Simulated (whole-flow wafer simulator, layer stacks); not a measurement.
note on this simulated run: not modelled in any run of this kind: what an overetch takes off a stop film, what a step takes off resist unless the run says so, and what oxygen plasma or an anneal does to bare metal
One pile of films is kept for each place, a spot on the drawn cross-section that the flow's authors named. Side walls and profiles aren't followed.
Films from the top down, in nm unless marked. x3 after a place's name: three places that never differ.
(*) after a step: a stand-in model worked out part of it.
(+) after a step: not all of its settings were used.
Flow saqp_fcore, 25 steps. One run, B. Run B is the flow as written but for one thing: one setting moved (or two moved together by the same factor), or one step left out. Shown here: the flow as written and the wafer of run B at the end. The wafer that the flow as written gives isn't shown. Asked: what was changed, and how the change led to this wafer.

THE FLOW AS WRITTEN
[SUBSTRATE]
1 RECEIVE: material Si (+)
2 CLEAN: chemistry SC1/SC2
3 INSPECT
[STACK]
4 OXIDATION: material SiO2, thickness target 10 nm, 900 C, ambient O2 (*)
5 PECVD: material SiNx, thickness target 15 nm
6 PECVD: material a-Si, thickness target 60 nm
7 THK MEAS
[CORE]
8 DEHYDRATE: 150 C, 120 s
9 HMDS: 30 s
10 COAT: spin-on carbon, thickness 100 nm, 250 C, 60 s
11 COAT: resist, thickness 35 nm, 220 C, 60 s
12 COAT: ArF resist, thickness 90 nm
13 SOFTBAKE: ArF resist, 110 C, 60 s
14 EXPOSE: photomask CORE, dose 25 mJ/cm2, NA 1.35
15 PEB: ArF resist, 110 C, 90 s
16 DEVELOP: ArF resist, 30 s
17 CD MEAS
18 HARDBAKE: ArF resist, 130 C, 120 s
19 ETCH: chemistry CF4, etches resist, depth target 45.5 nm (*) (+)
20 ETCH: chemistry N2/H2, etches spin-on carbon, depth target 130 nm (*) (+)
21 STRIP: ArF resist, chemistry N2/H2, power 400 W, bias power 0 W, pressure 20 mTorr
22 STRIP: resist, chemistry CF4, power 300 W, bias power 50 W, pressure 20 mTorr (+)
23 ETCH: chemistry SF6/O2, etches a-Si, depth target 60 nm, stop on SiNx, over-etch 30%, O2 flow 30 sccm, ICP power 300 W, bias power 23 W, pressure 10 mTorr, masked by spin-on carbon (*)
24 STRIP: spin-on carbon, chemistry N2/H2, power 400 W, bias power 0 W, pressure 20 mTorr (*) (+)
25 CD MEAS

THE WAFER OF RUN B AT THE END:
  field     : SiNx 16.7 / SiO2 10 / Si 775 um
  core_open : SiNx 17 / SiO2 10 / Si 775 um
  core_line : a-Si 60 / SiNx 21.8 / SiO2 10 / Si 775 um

The cause: step 5, PECVD: thickness target 21.8 nm was run, where the flow has thickness target 15 nm.
It can be read off the wafer: core_line has SiNx 21.8, and step 5 as written asks for 15 nm.

How the change led to this, step by step:
  5 PECVD: material SiNx, thickness target 15 nm
      field, core_open, core_line: SiNx +21.8 (new film) (as written it would be: SiNx +15 (new film))
